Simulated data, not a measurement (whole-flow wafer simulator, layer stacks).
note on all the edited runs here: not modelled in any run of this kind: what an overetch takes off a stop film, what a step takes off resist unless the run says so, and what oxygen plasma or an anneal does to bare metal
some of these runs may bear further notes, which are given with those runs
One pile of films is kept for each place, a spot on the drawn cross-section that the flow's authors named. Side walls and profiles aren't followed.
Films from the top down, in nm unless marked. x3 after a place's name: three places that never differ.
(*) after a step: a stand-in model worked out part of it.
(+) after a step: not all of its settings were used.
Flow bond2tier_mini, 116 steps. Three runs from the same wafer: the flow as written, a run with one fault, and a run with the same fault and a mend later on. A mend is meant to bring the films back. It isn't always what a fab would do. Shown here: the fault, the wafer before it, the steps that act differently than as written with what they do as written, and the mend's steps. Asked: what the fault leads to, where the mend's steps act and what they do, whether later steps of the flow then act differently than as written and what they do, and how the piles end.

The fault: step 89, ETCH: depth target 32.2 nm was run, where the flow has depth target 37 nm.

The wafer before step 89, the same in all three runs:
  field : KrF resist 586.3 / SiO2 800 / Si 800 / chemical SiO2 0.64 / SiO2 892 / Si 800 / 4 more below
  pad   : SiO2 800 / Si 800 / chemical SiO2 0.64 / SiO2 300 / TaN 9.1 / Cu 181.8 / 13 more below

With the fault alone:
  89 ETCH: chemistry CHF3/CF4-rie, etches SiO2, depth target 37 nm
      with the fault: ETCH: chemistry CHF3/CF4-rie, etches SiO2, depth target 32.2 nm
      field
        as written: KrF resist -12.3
        with the fault: KrF resist -10.7
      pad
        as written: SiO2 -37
        with the fault: SiO2 -32.2
  No later step of the flow acts differently than as written, at any place that is followed, by more than 2% or 0.5 nm, whichever is larger.
  At the end the piles differ from the flow's by more than 2% or 0.5 nm, whichever is larger, at pad.
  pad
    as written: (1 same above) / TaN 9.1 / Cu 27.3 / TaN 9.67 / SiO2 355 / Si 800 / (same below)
    with the fault: (1 same above) / TaN 9.1 / Cu 22.5 / TaN 9.71 / SiO2 359.8 / Si 800 / (same below)

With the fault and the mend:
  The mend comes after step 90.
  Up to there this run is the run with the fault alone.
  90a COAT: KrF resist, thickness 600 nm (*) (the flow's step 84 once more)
      field
        KrF resist +586.3 (new film)
      pad
        KrF resist +614.2 (new film)
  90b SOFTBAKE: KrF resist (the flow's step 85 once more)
      changes no film at any place that is followed
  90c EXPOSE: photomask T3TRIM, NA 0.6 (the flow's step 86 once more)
      changes no film at any place that is followed
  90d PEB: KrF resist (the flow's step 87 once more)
      changes no film at any place that is followed
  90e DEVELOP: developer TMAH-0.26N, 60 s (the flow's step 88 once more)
      field
        KrF resist -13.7
      pad
        KrF resist -614.2 (all of it)
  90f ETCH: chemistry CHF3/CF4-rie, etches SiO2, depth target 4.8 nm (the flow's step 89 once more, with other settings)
      field
        KrF resist -1.6
      pad
        SiO2 -4.8
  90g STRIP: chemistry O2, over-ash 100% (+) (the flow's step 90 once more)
      field
        KrF resist -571 (all of it)
  No later step of the flow acts differently than as written at any place that is followed.
  At the end the piles are the same as the flow's at every place that both follow.
